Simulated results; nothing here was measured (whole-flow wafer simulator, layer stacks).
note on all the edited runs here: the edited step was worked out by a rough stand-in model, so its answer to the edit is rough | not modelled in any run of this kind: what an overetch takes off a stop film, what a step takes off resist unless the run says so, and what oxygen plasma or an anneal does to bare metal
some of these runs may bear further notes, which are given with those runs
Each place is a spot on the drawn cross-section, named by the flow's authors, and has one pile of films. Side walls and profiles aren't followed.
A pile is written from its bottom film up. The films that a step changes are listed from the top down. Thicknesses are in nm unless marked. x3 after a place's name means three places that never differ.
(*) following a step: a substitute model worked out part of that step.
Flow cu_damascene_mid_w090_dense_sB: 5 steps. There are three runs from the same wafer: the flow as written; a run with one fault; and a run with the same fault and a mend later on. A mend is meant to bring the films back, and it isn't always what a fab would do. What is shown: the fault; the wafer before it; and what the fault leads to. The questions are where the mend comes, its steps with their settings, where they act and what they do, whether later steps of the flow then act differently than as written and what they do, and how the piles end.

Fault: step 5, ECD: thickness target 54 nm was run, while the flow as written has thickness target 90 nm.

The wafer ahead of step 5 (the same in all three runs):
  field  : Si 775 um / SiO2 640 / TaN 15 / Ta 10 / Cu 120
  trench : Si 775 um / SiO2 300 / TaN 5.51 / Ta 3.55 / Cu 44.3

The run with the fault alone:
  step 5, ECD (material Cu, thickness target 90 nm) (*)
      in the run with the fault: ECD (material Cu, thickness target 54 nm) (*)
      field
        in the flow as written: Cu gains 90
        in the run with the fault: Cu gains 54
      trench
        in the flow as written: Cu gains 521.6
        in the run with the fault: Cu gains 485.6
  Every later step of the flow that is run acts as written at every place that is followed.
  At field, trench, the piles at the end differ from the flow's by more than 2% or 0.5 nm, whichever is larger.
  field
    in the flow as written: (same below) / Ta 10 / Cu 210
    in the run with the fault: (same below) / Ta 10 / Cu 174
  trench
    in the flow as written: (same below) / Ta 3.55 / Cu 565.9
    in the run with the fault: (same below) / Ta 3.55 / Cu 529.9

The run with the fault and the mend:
  The mend stands after step 5.
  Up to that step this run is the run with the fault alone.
  step 5a, ECD (material Cu, thickness target 36 nm) (the flow's step 5 again, with other settings)
      field, trench
        Cu gains 36
  Every later step of the flow that is run acts as written at every place that is followed.
  The piles end the same as the flow's at every place that both follow.
